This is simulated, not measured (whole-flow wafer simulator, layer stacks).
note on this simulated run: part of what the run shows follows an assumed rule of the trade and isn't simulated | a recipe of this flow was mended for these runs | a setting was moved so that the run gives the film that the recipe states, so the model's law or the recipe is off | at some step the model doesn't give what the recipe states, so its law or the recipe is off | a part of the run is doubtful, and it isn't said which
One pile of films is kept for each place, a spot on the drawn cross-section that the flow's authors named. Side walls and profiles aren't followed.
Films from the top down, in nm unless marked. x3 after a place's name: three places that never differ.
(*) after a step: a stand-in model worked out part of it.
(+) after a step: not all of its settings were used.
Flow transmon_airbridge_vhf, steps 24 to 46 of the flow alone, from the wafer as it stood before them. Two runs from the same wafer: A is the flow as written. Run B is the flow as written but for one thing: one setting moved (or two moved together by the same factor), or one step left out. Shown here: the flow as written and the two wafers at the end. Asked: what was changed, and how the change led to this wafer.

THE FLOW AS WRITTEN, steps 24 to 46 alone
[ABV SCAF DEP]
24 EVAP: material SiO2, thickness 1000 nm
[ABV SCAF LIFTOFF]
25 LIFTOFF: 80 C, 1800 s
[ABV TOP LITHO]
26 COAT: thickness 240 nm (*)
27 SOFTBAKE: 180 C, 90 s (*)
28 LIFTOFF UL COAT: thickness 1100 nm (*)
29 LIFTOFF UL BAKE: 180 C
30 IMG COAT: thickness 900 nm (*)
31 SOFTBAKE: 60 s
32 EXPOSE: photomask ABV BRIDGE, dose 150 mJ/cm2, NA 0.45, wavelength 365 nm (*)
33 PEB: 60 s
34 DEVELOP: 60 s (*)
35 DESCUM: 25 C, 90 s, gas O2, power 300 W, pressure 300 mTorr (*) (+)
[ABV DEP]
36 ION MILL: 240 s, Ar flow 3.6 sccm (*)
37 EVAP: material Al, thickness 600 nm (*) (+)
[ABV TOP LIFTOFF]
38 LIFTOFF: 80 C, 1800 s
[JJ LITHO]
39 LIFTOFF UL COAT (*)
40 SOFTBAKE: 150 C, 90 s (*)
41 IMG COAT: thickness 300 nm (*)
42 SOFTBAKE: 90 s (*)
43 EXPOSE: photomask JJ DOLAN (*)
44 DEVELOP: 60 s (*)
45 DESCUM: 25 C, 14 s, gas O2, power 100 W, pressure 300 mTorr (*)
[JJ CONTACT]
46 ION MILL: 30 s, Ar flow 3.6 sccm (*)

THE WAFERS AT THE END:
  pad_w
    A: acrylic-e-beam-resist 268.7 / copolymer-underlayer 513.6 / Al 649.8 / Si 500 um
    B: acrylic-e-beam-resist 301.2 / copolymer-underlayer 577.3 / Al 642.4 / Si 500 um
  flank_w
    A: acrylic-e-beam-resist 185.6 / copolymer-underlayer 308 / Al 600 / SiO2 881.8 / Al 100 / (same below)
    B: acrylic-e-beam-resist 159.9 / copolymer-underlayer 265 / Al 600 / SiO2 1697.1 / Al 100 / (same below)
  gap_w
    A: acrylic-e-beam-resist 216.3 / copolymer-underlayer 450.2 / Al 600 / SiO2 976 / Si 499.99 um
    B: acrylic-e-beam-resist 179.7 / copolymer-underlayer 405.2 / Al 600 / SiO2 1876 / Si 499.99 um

The cause: step 24, EVAP: thickness 1900 nm was run, where the flow has thickness 1000 nm.

How the change led to this, step by step:
  24 EVAP: material SiO2, thickness 1000 nm
      field x3, jj_line, ground_far and 10 more: A SiO2 +1000 (new film) | B SiO2 +1900 (new film)
      flank_w, flank_e: A SiO2 +905.8 (new film) | B SiO2 +1721.1 (new film)
  25 LIFTOFF: 80 C, 1800 s
      field x3, jj_line, trace_open_s x2: A SiO2 -1000 (all of it), i-line-resist -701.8 (all of it), lift-off-underlayer -1100 (all of it), acrylic-e-beam-resist -240 (all of it) | B SiO2 -1900 (all of it), i-line-resist -701.8 (all of it), lift-off-underlayer -1100 (all of it), acrylic-e-beam-resist -240 (all of it)
      pad_w, pad_e: A SiO2 -1000 (all of it), i-line-resist -696.3 (all of it), lift-off-underlayer -1089.9 (all of it), acrylic-e-beam-resist -239.3 (all of it) | B SiO2 -1900 (all of it), i-line-resist -696.3 (all of it), lift-off-underlayer -1089.9 (all of it), acrylic-e-beam-resist -239.3 (all of it)
      (and at 1 more place)
  26 COAT: thickness 240 nm (*)
      flank_w, flank_e: A acrylic-e-beam-resist +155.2 (new film) | B acrylic-e-beam-resist +132.9 (new film)
      gap_w, gap_e: A acrylic-e-beam-resist +211.2 (new film) | B acrylic-e-beam-resist +173.4 (new film)
      (and at 7 more places)
  28 LIFTOFF UL COAT: thickness 1100 nm (*)
      gap_w, gap_e: A lift-off-underlayer +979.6 (new film) | B lift-off-underlayer +862.7 (new film)
      margin_s, margin_n: A lift-off-underlayer +823.4 (new film) | B lift-off-underlayer +642.2 (new film)
      (and at 6 more places)
  30 IMG COAT: thickness 900 nm (*)
      gap_w, gap_e: A i-line-resist +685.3 (new film) | B i-line-resist +495.4 (new film)
      margin_s, margin_n: A i-line-resist +603.2 (new film) | B i-line-resist +338.5 (new film)
      (and at 7 more places)
  33 PEB: 60 s
      flank_w, flank_e: A i-line-resist -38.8 | B i-line-resist -29.7
      gap_w, gap_e: A i-line-resist -35 | B i-line-resist -25.1
      (and at 7 more places)
  34 DEVELOP: 60 s (*)
      gap_w, gap_e: A i-line-resist -650.2 (all of it), lift-off-underlayer -979.6 (all of it) | B i-line-resist -470.3 (all of it), lift-off-underlayer -862.7 (all of it)
      pad_w: A i-line-resist -937.3 (all of it), lift-off-underlayer -1246.2 (all of it) | B i-line-resist -1015.9 (all of it), lift-off-underlayer -1386.3 (all of it)
      (and at 5 more places)
  35 DESCUM: 25 C, 90 s, gas O2, power 300 W, pressure 300 mTorr (*) (+)
      field x3, jj_line, ground_far, trace_open_s x2, margin_s, margin_n: A i-line-resist -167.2 | B i-line-resist -191
      flank_w, flank_e: A acrylic-e-beam-resist -155.2 (all of it) | B acrylic-e-beam-resist -132.9 (all of it)
      (and at 6 more places)
  38 LIFTOFF: 80 C, 1800 s
      field x3, jj_line, trace_open_s x2: A Al -600 (all of it), i-line-resist -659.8 (all of it), lift-off-underlayer -1100 (all of it), acrylic-e-beam-resist -240 (all of it) | B Al -600 (all of it), i-line-resist -635.9 (all of it), lift-off-underlayer -1100 (all of it), acrylic-e-beam-resist -240 (all of it)
      margin_s, margin_n: A Al -600 (all of it), i-line-resist -378.2 (all of it), lift-off-underlayer -823.4 (all of it), acrylic-e-beam-resist -168.6 (all of it) | B Al -600 (all of it), i-line-resist -103.5 (all of it), lift-off-underlayer -642.2 (all of it), acrylic-e-beam-resist -120.8 (all of it)
      (and at 1 more place)
  39 LIFTOFF UL COAT (*)
      pad_w, pad_e: A copolymer-underlayer +513.6 (new film) | B copolymer-underlayer +577.3 (new film)
      flank_w, flank_e: A copolymer-underlayer +308 (new film) | B copolymer-underlayer +265 (new film)
      (and at 6 more places)
  41 IMG COAT: thickness 300 nm (*)
      pad_w, pad_e: A acrylic-e-beam-resist +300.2 (new film) | B acrylic-e-beam-resist +332.7 (new film)
      flank_w, flank_e: A acrylic-e-beam-resist +217.1 (new film) | B acrylic-e-beam-resist +191.4 (new film)
      (and at 6 more places)
